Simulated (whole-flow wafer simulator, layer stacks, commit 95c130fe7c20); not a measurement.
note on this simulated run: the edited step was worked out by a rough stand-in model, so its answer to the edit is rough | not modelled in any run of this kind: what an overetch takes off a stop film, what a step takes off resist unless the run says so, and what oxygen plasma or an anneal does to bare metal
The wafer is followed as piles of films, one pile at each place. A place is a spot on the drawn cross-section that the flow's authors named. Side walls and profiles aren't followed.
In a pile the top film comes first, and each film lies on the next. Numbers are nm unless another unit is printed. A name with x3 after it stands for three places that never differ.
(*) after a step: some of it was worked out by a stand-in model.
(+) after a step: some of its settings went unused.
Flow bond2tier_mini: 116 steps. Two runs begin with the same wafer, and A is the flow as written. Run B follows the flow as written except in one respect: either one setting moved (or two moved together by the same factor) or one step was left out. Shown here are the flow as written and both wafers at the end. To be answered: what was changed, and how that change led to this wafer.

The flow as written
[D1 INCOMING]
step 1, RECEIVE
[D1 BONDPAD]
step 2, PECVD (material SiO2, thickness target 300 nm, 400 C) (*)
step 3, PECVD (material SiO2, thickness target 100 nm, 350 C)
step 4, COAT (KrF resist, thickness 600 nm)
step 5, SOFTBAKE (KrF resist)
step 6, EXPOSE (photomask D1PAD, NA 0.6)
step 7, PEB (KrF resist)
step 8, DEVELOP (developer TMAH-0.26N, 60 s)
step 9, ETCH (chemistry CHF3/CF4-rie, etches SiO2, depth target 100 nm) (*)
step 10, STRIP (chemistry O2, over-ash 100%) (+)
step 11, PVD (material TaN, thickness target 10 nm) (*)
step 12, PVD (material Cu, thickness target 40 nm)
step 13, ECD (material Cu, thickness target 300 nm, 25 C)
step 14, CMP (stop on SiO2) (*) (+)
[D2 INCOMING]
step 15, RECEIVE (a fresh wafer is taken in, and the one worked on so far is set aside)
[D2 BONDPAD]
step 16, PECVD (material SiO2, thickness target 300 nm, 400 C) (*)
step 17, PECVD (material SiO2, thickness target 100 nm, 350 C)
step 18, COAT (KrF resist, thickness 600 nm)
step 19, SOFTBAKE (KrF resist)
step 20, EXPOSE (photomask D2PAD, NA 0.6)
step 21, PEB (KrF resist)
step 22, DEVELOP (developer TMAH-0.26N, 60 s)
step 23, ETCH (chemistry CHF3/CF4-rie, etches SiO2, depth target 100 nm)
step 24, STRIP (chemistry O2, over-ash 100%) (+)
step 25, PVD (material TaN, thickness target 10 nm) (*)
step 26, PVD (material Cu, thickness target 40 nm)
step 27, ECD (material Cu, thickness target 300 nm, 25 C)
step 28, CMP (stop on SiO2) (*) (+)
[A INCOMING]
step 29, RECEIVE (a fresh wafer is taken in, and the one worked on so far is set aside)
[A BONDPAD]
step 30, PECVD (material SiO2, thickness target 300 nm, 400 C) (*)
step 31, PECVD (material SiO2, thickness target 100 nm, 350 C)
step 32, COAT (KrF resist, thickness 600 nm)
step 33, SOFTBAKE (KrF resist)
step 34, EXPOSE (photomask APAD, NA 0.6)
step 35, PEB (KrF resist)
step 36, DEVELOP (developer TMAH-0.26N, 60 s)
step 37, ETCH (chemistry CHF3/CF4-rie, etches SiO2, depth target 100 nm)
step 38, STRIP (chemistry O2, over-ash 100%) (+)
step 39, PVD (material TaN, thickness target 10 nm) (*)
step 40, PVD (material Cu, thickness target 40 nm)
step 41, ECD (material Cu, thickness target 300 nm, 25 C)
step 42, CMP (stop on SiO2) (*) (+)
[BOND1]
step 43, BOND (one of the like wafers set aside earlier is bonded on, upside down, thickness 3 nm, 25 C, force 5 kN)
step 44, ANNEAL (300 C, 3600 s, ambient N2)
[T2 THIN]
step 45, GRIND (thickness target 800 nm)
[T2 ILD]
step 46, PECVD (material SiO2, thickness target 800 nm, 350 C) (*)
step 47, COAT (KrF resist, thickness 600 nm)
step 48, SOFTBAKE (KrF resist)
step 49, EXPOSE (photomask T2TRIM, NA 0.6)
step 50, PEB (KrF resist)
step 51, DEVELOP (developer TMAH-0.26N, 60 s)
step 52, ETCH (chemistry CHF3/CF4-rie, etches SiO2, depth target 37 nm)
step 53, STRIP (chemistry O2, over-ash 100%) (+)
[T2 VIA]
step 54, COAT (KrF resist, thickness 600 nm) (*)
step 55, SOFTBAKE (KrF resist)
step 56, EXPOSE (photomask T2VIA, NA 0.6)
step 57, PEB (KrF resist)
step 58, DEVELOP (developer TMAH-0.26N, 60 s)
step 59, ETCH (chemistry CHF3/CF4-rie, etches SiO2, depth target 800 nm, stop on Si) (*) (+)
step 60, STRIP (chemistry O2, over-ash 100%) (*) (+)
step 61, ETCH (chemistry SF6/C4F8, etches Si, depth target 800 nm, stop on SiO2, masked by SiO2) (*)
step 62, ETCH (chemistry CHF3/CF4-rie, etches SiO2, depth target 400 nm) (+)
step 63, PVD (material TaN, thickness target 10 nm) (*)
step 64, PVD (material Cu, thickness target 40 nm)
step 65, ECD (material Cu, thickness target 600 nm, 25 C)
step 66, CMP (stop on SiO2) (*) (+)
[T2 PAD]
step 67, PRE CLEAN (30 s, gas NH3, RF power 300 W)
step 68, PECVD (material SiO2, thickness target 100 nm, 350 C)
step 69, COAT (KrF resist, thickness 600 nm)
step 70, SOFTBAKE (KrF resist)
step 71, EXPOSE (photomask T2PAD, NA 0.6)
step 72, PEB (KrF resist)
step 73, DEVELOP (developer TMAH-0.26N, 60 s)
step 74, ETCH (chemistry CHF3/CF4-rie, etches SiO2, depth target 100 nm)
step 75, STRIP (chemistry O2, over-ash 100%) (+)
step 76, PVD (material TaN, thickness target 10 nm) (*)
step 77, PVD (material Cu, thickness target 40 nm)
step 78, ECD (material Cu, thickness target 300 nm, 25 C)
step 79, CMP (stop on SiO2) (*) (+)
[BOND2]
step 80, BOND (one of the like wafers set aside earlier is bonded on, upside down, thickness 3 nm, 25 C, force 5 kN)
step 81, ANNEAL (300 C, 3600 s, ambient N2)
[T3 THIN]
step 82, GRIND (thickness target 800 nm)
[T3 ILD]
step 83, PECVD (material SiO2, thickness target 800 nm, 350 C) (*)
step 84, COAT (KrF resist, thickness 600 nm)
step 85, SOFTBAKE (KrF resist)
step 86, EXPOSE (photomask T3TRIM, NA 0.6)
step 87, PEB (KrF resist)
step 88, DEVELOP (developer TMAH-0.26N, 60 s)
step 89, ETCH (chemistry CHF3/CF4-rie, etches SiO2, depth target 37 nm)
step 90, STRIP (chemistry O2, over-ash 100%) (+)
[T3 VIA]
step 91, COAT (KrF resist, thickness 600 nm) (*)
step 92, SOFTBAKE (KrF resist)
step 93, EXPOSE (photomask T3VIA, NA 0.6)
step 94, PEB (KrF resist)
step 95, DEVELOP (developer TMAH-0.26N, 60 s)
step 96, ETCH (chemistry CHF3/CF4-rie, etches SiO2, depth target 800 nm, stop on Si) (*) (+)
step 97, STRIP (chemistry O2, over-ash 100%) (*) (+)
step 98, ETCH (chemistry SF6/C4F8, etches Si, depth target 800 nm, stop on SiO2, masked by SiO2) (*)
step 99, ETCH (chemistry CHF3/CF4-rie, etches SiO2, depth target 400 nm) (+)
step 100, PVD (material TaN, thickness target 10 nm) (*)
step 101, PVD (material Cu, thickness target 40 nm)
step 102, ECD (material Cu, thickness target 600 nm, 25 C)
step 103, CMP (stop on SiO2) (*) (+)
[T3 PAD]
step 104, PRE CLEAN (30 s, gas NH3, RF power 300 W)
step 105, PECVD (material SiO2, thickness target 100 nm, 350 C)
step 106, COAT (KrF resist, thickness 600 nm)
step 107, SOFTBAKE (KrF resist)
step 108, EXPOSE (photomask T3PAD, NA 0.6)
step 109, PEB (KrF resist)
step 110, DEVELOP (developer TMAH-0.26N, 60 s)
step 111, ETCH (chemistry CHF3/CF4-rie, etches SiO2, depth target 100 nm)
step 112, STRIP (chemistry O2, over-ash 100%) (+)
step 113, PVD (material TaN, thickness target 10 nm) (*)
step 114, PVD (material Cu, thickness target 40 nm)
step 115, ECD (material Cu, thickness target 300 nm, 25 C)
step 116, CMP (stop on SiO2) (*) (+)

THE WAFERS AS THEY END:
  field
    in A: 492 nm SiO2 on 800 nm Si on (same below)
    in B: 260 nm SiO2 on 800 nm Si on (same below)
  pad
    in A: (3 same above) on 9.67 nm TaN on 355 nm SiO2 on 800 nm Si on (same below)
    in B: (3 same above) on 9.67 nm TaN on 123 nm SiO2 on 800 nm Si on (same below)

Cause: step 83, PECVD: thickness target 568 nm was run, while the flow as written has thickness target 800 nm.

The path from the change to this, step by step:
  step 83, PECVD (material SiO2, thickness target 800 nm, 350 C) (*)
      field, pad: A +800 SiO2 (new film) | B +568 SiO2 (new film)
